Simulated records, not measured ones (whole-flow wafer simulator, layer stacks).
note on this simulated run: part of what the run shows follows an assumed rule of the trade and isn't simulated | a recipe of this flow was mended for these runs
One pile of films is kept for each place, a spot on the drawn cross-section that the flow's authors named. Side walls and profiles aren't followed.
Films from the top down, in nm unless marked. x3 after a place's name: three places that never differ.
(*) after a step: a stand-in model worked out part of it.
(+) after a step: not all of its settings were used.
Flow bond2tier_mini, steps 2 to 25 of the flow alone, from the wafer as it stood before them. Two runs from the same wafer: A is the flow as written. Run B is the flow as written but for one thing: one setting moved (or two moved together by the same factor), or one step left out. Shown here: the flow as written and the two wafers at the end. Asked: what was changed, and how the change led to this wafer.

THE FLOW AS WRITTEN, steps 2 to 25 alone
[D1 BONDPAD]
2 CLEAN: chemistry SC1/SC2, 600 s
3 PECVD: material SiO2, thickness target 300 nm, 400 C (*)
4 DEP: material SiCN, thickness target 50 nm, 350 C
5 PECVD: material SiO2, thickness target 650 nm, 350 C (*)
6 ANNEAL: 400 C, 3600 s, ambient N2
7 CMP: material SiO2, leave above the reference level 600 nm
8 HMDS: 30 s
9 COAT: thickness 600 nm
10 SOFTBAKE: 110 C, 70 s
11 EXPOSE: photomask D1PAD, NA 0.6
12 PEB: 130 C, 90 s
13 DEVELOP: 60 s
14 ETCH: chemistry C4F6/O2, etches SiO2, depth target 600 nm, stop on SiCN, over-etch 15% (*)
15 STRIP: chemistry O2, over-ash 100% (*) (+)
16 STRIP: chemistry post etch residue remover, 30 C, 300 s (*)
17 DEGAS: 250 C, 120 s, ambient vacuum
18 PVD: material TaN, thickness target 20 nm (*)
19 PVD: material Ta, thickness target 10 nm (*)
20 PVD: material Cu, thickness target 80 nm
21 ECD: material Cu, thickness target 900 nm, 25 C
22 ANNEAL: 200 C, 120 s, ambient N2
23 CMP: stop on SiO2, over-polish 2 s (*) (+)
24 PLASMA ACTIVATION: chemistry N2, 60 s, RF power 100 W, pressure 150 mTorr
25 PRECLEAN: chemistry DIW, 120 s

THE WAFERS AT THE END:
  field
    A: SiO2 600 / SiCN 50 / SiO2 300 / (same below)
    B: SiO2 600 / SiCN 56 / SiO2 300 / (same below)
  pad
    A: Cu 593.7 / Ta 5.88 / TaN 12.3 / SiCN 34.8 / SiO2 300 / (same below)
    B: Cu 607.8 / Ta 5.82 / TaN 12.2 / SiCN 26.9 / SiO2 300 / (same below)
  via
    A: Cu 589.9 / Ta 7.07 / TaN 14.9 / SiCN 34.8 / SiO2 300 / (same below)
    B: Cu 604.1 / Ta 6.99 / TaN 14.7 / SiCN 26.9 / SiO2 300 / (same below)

The cause: step 4, DEP: thickness target 56 nm was run, where the flow has thickness target 50 nm; step 14, ETCH: depth target 672 nm was run, where the flow has depth target 600 nm.
It can be read off the wafer: field has SiCN 56, and step 4 as written asks for 50 nm.

How the change led to this, step by step:
  4 DEP: material SiCN, thickness target 50 nm, 350 C
      field, pad, via: A SiCN +50 (new film) | B SiCN +56 (new film)
  14 ETCH: chemistry C4F6/O2, etches SiO2, depth target 600 nm, stop on SiCN, over-etch 15% (*)
      pad, via: A SiO2 -600 (all of it), SiCN -15.2 | B SiO2 -600 (all of it), SiCN -29.1
      field: A thick-KrF-resist -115 | B thick-KrF-resist -128.8
  15 STRIP: chemistry O2, over-ash 100% (*) (+)
      field: A thick-KrF-resist -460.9 (all of it) | B thick-KrF-resist -447.1 (all of it)
